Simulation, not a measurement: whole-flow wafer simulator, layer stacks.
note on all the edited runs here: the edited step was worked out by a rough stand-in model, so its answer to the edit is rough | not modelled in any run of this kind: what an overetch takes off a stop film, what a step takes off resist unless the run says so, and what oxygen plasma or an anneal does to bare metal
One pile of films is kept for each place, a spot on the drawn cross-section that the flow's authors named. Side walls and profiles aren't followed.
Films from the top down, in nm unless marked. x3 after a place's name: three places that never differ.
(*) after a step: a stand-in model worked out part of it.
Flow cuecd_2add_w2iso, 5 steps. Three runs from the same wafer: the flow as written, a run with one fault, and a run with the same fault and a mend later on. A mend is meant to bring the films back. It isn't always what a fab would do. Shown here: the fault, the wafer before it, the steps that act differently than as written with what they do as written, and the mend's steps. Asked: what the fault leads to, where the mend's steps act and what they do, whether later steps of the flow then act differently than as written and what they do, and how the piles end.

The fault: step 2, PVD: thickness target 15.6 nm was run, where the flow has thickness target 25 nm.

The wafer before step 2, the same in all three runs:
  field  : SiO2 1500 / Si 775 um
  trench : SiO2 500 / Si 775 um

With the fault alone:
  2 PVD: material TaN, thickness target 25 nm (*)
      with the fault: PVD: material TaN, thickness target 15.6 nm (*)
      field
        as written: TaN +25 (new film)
        with the fault: TaN +15.6 (new film)
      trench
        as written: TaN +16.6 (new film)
        with the fault: TaN +10.4 (new film)
  No later step of the flow acts differently than as written, at any place that is followed, by more than 2% or 0.5 nm, whichever is larger.
  At the end the piles differ from the flow's by more than 2% or 0.5 nm, whichever is larger, at field, trench.
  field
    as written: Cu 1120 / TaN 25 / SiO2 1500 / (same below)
    with the fault: Cu 1120 / TaN 15.6 / SiO2 1500 / (same below)
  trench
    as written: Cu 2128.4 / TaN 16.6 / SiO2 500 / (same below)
    with the fault: Cu 2125.2 / TaN 10.4 / SiO2 500 / (same below)

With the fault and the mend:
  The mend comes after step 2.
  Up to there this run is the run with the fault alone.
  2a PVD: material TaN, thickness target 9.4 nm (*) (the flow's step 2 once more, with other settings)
      field
        TaN +9.4
      trench
        TaN +6.21
  No later step of the flow acts differently than as written at any place that is followed.
  At the end the piles are the same as the flow's at every place that both follow.
